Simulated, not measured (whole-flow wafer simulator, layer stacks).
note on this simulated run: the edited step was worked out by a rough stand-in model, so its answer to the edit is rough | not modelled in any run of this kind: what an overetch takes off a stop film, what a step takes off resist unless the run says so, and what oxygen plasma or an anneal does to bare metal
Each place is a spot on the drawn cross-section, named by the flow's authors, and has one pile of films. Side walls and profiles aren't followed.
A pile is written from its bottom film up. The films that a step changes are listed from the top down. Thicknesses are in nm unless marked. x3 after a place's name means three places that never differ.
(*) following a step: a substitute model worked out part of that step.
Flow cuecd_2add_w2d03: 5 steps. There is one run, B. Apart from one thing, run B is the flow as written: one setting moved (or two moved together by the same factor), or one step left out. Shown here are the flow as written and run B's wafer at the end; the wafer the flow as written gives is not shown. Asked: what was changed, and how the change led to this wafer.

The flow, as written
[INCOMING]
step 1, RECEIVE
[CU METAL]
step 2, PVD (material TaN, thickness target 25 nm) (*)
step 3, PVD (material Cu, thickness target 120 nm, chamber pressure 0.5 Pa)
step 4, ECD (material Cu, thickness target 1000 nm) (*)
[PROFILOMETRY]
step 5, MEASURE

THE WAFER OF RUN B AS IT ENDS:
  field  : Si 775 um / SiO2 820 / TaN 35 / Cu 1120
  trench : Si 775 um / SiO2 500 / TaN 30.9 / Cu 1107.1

Cause: step 2, PVD: thickness target 35 nm was run, whereas the flow has thickness target 25 nm.
The wafer lets one read it off: field has TaN 35, and step 2 as written asks for 25 nm.

The path from the change to this, step by step:
  step 2, PVD (material TaN, thickness target 25 nm) (*)
      field: TaN gains 35 (new film) (it would be, as written: TaN gains 25 (new film))
      trench: TaN gains 30.9 (new film) (it would be, as written: TaN gains 22.1 (new film))
